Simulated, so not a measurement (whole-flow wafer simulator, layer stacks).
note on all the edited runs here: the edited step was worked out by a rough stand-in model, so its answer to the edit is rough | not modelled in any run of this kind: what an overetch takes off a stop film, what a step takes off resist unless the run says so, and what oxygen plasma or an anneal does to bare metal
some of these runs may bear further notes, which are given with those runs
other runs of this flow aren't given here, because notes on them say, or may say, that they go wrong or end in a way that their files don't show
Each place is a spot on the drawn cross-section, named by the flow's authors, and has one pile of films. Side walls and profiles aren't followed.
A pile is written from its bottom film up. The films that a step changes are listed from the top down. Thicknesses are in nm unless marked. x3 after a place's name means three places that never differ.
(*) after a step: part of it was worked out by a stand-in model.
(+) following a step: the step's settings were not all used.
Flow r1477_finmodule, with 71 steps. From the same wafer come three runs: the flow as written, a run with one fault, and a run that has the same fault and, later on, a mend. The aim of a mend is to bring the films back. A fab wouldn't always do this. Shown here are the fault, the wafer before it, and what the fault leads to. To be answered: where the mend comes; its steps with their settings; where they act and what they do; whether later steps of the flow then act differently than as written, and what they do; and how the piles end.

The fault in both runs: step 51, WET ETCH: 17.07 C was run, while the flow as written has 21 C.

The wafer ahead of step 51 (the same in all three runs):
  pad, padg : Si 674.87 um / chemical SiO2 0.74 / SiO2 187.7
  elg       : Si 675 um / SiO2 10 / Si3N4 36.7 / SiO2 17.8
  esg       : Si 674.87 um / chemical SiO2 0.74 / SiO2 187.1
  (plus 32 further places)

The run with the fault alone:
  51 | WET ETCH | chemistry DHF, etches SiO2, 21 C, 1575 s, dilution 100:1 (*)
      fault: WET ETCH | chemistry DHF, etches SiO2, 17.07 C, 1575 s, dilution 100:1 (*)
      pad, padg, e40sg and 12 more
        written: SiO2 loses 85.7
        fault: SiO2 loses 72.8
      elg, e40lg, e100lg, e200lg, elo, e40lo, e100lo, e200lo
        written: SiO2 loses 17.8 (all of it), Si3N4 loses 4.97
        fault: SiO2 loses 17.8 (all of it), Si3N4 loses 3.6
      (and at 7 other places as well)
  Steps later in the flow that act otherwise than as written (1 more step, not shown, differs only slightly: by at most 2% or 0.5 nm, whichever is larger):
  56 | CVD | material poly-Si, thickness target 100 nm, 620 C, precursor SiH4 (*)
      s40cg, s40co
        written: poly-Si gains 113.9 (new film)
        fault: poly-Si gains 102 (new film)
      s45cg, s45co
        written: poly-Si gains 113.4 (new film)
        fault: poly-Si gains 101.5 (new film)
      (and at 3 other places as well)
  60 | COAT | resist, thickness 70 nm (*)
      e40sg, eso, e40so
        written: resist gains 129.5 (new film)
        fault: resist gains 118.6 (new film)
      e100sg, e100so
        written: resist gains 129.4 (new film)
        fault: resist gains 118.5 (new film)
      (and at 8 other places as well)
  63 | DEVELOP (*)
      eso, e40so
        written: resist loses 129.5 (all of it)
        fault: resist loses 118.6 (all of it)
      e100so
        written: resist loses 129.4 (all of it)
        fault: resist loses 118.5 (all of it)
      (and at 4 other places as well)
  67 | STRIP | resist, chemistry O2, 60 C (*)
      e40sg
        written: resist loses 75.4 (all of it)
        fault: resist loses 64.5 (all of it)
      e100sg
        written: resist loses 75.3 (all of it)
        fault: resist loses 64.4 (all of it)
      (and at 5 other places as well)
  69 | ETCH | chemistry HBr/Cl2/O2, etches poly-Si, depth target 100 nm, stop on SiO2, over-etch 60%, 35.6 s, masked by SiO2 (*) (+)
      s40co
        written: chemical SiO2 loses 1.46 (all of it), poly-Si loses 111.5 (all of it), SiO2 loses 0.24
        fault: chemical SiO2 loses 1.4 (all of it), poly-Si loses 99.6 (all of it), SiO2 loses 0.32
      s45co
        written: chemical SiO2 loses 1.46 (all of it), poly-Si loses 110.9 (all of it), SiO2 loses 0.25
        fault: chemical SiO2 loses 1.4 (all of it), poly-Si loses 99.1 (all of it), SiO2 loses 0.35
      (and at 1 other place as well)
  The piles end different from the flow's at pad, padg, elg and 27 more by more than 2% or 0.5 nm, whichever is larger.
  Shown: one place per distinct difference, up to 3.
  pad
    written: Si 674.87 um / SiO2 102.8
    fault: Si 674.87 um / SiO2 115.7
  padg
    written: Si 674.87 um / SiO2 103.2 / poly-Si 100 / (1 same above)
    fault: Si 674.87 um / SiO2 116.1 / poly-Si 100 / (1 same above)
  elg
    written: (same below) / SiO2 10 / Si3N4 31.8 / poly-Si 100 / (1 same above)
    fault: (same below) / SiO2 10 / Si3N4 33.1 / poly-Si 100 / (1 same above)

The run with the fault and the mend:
  The mend stands after step 51.
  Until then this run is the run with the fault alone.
  51a | WET ETCH | chemistry DHF, etches SiO2, 21 C, 232.4 s, dilution 100:1 (*) (a further turn of the flow's step 51, with different settings)
      pad, padg, e40sg and 12 more
        SiO2 loses 12.6
      elg, e40lg, e100lg, e200lg, elo, e40lo, e100lo, e200lo
        Si3N4 loses 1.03
      esg, s40cg, s45cg, s50cg, s40co, s45co, s50co
        SiO2 loses 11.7
  None of the later steps of the flow differs from how it acts as written, at any place that is followed, by more than 2% or 0.5 nm, whichever is larger.
  When the end is reached, the piles differ only a little from the flow's at the places that both follow, at most by 2% or 0.5 nm, whichever is larger.
